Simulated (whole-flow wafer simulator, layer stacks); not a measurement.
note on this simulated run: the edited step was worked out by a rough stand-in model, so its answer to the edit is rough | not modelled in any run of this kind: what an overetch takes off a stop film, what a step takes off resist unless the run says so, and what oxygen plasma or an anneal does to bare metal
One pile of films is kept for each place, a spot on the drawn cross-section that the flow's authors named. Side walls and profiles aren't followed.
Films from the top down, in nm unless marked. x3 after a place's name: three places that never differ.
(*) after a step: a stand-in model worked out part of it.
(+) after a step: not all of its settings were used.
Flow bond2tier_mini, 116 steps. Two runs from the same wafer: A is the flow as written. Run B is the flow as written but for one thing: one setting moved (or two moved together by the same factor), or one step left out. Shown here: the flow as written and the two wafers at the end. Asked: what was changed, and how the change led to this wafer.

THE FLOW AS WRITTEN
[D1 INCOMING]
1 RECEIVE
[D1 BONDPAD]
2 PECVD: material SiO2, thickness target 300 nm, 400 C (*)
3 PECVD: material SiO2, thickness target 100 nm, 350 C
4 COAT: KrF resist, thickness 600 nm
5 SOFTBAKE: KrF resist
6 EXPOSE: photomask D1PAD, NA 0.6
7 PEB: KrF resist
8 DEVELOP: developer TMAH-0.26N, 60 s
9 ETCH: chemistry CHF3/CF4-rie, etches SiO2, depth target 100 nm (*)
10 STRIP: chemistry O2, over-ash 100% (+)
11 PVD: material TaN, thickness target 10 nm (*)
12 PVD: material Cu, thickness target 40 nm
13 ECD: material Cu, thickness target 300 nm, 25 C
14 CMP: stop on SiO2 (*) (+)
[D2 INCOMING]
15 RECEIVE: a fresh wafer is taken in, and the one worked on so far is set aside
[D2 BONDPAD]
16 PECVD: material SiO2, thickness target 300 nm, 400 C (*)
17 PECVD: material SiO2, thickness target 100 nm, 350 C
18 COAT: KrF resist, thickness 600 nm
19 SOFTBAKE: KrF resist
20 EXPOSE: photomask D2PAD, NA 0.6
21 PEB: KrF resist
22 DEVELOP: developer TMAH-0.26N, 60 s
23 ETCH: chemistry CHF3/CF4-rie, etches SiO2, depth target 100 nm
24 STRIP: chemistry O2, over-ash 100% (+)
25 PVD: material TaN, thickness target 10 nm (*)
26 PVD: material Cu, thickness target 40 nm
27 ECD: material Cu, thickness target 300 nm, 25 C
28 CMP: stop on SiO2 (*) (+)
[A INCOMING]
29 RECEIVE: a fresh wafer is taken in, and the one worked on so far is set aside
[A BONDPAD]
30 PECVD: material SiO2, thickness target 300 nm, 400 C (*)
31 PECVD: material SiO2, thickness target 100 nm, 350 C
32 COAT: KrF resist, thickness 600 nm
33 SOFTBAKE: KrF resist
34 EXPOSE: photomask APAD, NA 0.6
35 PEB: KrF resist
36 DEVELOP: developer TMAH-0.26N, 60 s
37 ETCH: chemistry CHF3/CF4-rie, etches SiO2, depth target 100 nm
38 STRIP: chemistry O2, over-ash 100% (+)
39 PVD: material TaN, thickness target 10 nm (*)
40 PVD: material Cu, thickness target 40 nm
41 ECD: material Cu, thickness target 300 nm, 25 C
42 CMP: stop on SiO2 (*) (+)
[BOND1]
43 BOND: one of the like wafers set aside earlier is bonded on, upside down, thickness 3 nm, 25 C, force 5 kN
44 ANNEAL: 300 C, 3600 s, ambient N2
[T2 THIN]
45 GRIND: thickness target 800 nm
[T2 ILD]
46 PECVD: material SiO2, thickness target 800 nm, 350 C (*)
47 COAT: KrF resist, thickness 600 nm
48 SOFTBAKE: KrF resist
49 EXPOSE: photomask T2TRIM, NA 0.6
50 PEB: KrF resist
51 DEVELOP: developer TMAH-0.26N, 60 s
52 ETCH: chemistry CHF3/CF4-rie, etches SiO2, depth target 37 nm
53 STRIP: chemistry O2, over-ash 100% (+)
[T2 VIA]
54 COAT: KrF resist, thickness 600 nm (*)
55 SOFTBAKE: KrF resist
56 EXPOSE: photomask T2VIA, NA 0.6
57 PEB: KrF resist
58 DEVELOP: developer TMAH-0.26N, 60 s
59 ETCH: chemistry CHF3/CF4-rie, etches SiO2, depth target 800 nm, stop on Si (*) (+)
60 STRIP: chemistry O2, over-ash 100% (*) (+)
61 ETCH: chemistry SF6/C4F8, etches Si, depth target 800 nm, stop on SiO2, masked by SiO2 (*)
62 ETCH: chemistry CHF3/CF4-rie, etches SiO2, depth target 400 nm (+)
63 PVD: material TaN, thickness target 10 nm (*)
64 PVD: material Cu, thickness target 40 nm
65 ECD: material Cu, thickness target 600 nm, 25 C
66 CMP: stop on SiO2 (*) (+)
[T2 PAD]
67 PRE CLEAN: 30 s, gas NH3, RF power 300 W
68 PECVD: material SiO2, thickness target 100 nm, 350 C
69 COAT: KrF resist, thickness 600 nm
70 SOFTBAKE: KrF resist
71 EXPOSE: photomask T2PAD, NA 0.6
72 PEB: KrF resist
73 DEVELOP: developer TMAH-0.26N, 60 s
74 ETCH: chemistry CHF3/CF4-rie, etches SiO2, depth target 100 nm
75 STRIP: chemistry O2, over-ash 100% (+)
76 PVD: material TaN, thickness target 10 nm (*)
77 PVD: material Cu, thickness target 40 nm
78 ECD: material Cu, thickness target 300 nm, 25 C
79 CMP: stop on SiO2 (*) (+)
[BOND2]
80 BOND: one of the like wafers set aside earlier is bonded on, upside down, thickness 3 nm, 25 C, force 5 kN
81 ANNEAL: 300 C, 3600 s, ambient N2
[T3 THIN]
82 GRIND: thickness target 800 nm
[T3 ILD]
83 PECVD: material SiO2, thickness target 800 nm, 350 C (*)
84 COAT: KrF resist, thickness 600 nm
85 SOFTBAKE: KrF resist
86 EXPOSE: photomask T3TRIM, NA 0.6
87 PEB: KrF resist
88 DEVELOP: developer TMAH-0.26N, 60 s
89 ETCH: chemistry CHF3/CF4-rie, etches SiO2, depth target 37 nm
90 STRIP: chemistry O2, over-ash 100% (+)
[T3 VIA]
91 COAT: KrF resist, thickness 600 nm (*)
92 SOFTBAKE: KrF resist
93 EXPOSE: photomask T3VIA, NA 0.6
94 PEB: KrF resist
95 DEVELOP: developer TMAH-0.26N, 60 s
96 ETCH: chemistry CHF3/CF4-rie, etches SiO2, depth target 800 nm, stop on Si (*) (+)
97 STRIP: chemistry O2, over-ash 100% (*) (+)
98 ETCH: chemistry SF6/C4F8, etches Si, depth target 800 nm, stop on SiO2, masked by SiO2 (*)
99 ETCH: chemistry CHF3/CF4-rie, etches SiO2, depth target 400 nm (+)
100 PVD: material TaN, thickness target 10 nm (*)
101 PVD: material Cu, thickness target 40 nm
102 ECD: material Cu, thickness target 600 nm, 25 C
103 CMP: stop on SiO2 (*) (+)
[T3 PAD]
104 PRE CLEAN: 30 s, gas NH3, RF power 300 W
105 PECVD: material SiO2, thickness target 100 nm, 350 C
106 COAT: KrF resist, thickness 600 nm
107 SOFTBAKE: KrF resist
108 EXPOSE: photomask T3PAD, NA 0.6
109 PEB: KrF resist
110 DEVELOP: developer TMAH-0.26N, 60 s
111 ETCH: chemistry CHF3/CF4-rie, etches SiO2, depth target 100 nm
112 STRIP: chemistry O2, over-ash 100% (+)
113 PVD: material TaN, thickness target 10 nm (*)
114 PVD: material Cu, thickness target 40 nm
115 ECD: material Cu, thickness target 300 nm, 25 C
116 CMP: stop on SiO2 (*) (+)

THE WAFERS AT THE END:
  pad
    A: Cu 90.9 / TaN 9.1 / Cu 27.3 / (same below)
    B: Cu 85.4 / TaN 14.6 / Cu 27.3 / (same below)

The cause: step 113, PVD: thickness target 16 nm was run, where the flow has thickness target 10 nm.

How the change led to this, step by step:
  113 PVD: material TaN, thickness target 10 nm (*)
      field: A TaN +10 (new film) | B TaN +16 (new film)
      pad: A TaN +9.1 (new film) | B TaN +14.6 (new film)
  116 CMP: stop on SiO2 (*) (+)
      field: A Cu -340 (all of it), TaN -10 (all of it) | B Cu -340 (all of it), TaN -16 (all of it)
